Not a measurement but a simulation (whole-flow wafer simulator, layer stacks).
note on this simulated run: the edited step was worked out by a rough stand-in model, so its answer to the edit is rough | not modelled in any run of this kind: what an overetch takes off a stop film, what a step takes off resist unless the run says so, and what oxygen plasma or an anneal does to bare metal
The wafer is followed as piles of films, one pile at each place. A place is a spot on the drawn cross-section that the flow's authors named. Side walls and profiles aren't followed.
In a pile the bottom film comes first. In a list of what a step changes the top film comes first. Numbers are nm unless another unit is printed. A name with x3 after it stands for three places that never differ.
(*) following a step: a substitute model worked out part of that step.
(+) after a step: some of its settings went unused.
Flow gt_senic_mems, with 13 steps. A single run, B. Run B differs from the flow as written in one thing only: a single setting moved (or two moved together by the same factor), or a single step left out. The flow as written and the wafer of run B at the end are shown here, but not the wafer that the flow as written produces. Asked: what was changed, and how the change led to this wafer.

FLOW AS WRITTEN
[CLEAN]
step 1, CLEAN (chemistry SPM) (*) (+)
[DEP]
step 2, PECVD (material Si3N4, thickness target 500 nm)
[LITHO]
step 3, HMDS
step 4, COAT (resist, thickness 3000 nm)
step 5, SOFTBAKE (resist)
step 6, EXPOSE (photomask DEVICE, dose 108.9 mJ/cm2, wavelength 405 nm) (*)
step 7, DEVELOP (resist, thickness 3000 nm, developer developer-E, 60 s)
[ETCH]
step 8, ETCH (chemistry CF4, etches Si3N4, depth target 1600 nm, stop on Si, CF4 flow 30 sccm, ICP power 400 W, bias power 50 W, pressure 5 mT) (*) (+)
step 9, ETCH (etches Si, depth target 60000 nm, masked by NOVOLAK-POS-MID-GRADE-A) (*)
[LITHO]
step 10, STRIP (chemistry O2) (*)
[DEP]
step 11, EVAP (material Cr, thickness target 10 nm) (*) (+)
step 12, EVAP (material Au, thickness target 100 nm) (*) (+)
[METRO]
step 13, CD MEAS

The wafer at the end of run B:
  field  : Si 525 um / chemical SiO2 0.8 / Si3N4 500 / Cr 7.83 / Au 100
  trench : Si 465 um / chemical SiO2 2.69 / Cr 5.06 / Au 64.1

Cause: step 11, EVAP: thickness target 7.83 nm was run, though the flow has thickness target 10 nm.
The wafer lets one read it off: field has Cr 7.83, and step 11 as written asks for 10 nm.

How this came from the change, step by step:
  step 11, EVAP (material Cr, thickness target 10 nm) (*) (+)
      field: +7.83 Cr (new film) (it would be, as written: +10 Cr (new film))
      trench: +5.06 Cr (new film) (it would be, as written: +6.45 Cr (new film))
